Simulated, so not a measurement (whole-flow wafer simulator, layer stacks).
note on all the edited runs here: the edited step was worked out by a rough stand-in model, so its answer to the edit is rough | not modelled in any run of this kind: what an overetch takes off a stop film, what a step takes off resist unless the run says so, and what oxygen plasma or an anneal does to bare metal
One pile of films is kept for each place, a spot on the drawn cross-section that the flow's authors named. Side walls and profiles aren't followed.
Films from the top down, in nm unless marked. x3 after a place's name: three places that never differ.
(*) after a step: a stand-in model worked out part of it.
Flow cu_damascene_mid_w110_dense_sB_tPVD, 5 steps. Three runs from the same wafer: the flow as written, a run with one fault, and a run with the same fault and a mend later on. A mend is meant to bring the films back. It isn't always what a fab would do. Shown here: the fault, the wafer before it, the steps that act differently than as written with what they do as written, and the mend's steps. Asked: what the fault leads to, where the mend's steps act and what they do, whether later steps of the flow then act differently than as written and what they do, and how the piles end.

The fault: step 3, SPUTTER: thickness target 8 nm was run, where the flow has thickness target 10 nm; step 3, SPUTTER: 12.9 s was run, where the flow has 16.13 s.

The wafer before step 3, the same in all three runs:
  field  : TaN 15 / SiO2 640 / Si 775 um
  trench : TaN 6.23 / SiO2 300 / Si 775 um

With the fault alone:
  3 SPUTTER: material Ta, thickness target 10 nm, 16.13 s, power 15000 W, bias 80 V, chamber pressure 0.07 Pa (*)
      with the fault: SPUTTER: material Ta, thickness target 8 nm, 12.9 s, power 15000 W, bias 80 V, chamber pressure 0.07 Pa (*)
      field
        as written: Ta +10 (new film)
        with the fault: Ta +8 (new film)
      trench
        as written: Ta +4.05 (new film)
        with the fault: Ta +3.24 (new film)
  No later step of the flow acts differently than as written, at any place that is followed, by more than 2% or 0.5 nm, whichever is larger.
  At the end the piles differ from the flow's by more than 2% or 0.5 nm, whichever is larger, at field, trench.
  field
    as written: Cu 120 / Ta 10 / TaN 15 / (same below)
    with the fault: Cu 120 / Ta 8 / TaN 15 / (same below)
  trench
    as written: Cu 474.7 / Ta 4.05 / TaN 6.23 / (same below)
    with the fault: Cu 473.5 / Ta 3.24 / TaN 6.23 / (same below)

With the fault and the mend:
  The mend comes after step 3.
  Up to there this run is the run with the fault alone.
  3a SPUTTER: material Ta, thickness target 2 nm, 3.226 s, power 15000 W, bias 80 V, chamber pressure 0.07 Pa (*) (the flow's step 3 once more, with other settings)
      field
        Ta +2
      trench
        Ta +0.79
  No later step of the flow acts differently than as written, at any place that is followed, by more than 2% or 0.5 nm, whichever is larger.
  At the end the piles differ from the flow's only slightly at the places that both follow, by at most 2% or 0.5 nm, whichever is larger.
